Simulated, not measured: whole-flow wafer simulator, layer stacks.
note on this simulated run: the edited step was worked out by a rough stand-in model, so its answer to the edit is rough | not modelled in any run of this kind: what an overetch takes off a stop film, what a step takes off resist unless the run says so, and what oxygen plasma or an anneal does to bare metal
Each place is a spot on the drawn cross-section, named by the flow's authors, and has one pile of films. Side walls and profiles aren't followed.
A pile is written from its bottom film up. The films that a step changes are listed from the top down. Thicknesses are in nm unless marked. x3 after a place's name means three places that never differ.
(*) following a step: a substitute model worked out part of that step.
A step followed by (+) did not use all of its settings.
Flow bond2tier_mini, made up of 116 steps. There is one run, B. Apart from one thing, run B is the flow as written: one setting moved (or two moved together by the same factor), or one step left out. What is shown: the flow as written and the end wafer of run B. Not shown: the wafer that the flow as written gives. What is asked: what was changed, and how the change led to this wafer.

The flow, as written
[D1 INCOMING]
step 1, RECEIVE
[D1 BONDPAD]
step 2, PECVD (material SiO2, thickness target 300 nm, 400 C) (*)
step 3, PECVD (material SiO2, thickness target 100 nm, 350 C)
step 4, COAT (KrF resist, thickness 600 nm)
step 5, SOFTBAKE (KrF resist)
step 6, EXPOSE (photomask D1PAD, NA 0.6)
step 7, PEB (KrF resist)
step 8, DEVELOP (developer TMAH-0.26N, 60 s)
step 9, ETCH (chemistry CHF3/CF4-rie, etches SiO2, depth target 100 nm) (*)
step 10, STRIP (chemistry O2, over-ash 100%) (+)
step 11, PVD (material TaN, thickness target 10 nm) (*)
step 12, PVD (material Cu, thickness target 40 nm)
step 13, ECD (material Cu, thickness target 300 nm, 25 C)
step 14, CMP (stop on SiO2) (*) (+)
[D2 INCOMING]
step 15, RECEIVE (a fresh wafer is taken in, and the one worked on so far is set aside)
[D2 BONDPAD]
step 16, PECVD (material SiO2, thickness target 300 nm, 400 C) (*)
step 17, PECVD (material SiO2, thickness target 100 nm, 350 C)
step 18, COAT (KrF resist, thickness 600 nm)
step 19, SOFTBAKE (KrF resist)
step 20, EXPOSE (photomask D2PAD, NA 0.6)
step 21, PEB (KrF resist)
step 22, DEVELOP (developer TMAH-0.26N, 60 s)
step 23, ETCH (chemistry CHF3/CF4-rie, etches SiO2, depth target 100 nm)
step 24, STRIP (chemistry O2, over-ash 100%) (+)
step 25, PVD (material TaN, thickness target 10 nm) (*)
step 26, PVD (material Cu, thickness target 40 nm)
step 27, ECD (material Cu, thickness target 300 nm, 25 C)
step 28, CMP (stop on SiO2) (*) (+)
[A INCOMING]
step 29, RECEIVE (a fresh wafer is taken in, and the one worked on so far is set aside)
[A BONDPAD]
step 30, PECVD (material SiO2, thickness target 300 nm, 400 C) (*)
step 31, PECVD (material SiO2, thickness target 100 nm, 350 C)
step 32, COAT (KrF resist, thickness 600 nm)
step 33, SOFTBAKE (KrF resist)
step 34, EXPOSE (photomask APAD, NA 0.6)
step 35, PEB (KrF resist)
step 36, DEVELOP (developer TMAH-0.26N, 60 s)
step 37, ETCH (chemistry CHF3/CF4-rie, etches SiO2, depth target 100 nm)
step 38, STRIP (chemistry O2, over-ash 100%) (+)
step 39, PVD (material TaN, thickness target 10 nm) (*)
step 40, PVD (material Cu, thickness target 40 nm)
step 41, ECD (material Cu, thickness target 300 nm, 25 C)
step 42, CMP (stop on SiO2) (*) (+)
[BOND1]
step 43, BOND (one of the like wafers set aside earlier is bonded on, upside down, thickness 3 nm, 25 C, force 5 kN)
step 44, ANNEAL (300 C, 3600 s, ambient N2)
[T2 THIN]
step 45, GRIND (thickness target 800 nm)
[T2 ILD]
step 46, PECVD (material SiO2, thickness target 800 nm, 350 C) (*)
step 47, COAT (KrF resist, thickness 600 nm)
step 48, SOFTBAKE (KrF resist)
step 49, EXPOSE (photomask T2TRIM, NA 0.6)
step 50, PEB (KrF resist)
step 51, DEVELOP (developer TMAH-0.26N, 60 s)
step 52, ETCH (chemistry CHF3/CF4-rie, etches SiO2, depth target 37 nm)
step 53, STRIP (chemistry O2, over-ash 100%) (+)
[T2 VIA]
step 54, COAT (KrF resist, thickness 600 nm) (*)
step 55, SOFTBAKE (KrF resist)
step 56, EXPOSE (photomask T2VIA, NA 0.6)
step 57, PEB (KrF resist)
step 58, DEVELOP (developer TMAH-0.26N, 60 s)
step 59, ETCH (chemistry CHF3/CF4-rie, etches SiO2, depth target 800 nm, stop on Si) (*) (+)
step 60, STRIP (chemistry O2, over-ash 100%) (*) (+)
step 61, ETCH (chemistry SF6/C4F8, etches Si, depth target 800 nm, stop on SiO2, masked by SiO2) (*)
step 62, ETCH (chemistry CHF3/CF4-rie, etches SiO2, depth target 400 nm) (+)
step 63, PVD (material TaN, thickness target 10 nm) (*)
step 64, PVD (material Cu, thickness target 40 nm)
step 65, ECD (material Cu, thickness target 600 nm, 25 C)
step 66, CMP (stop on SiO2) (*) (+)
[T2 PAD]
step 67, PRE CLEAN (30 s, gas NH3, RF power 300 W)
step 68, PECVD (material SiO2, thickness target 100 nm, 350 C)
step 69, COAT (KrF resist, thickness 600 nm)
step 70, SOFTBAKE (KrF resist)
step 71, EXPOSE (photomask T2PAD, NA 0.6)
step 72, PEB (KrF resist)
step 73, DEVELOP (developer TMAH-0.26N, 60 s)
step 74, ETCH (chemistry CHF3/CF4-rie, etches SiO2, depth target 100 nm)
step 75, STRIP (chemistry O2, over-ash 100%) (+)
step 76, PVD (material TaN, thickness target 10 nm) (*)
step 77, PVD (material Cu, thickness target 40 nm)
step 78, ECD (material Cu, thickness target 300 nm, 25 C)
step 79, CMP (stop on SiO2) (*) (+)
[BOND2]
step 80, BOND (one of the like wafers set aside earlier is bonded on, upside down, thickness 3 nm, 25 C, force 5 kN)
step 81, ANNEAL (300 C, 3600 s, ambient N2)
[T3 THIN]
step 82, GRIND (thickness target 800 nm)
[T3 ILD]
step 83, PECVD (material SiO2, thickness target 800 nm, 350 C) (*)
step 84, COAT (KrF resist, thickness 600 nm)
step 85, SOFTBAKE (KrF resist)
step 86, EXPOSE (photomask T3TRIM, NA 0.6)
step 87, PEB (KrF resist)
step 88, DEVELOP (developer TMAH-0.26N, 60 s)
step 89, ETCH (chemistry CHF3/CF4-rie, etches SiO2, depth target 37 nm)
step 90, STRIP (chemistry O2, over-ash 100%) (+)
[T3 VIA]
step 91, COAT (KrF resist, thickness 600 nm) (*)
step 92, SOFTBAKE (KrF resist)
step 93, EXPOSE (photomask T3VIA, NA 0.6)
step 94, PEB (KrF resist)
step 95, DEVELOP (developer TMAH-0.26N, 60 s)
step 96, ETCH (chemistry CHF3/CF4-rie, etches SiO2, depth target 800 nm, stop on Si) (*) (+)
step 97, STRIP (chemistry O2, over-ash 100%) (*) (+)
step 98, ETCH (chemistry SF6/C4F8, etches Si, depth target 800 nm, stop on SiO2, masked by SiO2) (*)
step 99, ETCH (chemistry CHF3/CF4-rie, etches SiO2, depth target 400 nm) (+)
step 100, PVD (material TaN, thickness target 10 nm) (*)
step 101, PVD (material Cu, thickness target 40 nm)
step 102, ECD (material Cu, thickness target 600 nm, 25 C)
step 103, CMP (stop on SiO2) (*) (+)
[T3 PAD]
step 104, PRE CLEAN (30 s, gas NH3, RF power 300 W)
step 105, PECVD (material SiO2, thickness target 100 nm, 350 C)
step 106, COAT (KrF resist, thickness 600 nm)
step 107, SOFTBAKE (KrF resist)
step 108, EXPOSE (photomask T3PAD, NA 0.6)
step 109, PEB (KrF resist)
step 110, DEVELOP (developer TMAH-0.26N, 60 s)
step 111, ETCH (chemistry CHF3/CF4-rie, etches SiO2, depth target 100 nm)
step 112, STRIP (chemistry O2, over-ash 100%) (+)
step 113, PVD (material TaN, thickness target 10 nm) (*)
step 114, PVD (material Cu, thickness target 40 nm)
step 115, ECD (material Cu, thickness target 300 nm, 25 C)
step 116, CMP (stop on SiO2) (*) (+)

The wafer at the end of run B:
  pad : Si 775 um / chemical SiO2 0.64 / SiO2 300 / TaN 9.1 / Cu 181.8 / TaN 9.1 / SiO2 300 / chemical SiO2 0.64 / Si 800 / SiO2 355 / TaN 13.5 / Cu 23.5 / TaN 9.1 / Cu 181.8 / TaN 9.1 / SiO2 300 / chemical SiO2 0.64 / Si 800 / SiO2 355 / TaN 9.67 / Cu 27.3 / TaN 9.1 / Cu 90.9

Cause: step 63, PVD: thickness target 14 nm was run, while the flow as written has thickness target 10 nm.

How this came from the change, step by step:
  step 63, PVD (material TaN, thickness target 10 nm) (*)
      field: +14 TaN (new film) (as written it would have been: +10 TaN (new film))
      pad: +13.5 TaN (new film) (as written it would have been: +9.67 TaN (new film))
  step 66, CMP (stop on SiO2) (*) (+)
      field: -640 Cu (all of it), -14 TaN (all of it) (as written it would have been: -640 Cu (all of it), -10 TaN (all of it))
